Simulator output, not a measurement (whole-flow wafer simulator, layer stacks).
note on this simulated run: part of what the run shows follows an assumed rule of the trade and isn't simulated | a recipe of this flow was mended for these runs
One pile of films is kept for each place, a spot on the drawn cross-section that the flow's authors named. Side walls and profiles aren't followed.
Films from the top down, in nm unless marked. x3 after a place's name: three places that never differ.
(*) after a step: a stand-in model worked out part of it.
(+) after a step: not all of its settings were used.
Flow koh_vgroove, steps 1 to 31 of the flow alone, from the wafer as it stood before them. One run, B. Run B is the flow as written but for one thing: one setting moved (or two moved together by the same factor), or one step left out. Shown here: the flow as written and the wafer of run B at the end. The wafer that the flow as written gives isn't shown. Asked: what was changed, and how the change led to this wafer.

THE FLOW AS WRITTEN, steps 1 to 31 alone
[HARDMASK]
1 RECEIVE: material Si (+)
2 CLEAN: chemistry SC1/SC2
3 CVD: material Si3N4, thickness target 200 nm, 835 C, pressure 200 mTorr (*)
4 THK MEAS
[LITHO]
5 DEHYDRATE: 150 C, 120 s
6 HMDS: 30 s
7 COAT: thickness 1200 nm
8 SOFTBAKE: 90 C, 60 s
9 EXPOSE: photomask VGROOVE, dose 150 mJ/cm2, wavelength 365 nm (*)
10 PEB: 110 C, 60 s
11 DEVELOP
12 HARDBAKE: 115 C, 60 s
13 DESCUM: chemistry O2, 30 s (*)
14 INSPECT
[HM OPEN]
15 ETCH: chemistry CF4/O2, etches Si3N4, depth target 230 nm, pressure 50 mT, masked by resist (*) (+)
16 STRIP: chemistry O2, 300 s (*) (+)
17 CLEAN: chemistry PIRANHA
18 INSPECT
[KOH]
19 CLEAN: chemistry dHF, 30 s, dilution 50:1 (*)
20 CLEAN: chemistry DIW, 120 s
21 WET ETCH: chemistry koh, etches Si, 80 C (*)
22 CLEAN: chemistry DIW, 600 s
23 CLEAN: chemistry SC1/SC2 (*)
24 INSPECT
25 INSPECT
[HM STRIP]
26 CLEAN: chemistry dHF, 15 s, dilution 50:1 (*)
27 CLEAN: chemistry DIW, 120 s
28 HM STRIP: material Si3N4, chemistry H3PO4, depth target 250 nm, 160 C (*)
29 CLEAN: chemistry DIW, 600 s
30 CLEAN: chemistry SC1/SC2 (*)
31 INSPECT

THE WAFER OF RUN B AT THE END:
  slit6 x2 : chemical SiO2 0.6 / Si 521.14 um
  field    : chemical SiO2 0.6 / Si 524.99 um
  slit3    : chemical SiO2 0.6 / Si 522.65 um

The cause: step 3, CVD: thickness target 111 nm was run, where the flow has thickness target 200 nm.

How the change led to this, step by step:
  3 CVD: material Si3N4, thickness target 200 nm, 835 C, pressure 200 mTorr (*)
      field, slit3, slit2, slit6 x2: Si3N4 +111 (new film) (as written it would be: Si3N4 +200 (new film))
  15 ETCH: chemistry CF4/O2, etches Si3N4, depth target 230 nm, pressure 50 mT, masked by resist (*) (+)
      slit3, slit2, slit6 x2: Si3N4 -111 (all of it), chemical SiO2 -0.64 (all of it), Si -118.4 (as written it would be: Si3N4 -200 (all of it), chemical SiO2 -0.64 (all of it), Si -29.4)
  28 HM STRIP: material Si3N4, chemistry H3PO4, depth target 250 nm, 160 C (*)
      field: Si3N4 -109.7 (all of it), chemical SiO2 -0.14, Si -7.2 (as written it would be: Si3N4 -198.7 (all of it), chemical SiO2 -0.14, Si -2.75)
